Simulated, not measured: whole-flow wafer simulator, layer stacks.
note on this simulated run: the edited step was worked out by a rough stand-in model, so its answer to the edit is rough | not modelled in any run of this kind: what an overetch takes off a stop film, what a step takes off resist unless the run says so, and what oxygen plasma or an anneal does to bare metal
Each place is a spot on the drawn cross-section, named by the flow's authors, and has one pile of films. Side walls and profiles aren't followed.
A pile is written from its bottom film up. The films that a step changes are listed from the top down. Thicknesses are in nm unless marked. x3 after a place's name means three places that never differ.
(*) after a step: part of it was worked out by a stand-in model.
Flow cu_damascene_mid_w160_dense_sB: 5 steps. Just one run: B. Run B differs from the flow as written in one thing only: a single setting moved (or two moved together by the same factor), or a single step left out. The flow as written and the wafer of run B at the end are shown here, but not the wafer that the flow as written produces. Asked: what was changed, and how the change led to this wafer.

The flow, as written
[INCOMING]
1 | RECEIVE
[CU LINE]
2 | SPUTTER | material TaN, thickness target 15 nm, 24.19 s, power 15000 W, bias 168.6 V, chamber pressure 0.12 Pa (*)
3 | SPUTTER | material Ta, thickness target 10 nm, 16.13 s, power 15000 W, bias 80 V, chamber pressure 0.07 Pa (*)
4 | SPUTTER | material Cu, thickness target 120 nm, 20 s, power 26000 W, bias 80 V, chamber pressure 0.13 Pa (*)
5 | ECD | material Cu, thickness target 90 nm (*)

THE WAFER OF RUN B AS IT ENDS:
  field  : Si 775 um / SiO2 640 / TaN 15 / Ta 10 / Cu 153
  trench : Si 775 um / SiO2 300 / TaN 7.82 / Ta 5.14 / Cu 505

The reason: step 4, SPUTTER: thickness target 63 nm was run, while the flow as written has thickness target 120 nm; step 4, SPUTTER: 10.5 s was run, where the flow has 20 s.

How this came from the change, step by step:
  4 | SPUTTER | material Cu, thickness target 120 nm, 20 s, power 26000 W, bias 80 V, chamber pressure 0.13 Pa (*)
      field: +63 Cu (new film) (in the flow as written it would be: +120 Cu (new film))
      trench: +32.6 Cu (new film) (in the flow as written it would be: +62 Cu (new film))
  5 | ECD | material Cu, thickness target 90 nm (*)
      trench: +472.5 Cu (in the flow as written it would be: +500 Cu)
